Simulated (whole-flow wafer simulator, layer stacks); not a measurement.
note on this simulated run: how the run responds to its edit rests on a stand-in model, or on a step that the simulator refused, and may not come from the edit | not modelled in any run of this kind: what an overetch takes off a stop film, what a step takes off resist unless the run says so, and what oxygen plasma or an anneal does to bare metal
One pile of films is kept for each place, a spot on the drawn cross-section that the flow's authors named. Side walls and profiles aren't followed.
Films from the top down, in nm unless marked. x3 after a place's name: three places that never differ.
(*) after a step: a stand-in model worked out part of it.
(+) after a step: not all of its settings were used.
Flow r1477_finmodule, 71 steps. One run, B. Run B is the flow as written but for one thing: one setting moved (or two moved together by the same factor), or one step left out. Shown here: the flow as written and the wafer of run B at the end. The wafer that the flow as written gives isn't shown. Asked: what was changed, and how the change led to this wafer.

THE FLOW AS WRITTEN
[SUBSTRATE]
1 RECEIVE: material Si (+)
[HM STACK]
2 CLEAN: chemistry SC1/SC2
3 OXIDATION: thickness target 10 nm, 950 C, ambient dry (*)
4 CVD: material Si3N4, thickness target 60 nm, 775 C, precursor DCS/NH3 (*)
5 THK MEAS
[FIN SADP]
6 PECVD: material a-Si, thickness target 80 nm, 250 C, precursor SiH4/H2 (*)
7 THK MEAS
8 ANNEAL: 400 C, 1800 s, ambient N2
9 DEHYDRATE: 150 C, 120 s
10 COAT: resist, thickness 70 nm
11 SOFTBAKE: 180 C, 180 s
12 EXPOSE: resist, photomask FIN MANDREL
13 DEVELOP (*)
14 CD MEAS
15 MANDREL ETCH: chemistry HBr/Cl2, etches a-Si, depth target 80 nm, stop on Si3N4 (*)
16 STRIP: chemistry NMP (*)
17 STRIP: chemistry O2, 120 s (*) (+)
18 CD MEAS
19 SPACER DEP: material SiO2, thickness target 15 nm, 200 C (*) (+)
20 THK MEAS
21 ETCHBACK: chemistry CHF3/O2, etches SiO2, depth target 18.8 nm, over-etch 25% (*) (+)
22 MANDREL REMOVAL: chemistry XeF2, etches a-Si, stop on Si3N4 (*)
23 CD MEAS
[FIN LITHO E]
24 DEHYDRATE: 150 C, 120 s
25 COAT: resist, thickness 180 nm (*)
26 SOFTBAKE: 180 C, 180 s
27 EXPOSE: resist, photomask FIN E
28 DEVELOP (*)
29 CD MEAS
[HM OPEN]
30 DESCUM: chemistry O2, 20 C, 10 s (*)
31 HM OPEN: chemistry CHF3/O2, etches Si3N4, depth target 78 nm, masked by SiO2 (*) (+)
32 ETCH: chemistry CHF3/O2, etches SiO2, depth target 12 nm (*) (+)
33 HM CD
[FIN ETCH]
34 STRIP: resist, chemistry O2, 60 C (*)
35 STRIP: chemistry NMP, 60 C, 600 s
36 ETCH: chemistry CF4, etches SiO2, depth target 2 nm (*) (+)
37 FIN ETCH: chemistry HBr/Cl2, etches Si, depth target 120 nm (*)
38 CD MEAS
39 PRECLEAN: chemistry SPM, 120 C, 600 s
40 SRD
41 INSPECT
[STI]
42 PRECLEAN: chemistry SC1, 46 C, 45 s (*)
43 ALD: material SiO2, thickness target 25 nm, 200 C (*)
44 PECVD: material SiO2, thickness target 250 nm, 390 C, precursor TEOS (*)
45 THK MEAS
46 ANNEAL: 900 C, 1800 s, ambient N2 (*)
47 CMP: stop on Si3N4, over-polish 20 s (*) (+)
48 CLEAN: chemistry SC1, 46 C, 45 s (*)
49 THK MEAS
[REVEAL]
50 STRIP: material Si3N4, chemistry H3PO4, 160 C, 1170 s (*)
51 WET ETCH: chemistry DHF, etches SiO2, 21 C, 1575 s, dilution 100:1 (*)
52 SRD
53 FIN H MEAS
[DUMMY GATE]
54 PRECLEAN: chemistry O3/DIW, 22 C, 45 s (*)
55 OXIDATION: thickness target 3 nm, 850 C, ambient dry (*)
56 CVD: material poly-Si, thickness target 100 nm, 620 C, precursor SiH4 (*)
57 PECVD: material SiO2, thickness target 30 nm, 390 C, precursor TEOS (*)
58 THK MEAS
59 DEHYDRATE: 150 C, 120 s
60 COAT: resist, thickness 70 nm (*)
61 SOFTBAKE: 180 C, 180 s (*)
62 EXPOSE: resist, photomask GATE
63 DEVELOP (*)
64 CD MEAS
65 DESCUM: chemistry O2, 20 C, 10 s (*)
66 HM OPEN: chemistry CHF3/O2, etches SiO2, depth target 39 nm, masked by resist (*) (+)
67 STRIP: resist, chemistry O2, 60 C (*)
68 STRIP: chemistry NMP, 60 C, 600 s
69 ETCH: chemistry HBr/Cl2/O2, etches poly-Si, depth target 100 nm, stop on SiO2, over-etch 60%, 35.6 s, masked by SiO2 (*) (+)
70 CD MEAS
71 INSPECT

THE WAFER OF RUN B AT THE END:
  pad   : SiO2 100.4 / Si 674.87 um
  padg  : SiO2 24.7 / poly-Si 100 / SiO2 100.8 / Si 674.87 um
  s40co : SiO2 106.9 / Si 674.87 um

The cause: step 32, ETCH: chemistry CHF3/O2, etches SiO2, depth target 12 nm (*) (+), was left out.

How the change led to this, step by step:
  34 STRIP: resist, chemistry O2, 60 C (*)
      s40cg, s45cg, s50cg, s40co, s45co, s50co: nothing (as written it would be: chemical SiO2 +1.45 (new film), Si -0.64)
      elg, e40lg, e100lg, e200lg, elo, e40lo, e100lo, e200lo: resist -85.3 (all of it) (as written it would be: resist -73.8 (all of it))
  36 ETCH: chemistry CF4, etches SiO2, depth target 2 nm (*) (+)
      s40cg, s45cg, s50cg, s40co, s45co, s50co: SiO2 -1 (all of it), Si -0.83 (as written it would be: chemical SiO2 -1.45 (all of it), Si -0.46)
  43 ALD: material SiO2, thickness target 25 nm, 200 C (*)
      s40cg, s45cg, s50cg, s40co, s45co, s50co: SiO2 +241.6 (new film) (as written it would be: SiO2 +232.1 (new film))
  47 CMP: stop on Si3N4, over-polish 20 s (*) (+)
      pad, padg, e40sg and 11 more: SiO2 -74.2 (as written it would be: SiO2 -71.8)
      s40cg, s45cg, s50cg, s40co, s45co, s50co: SiO2 -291 (as written it would be: SiO2 -279)
      (and at 7 more places)
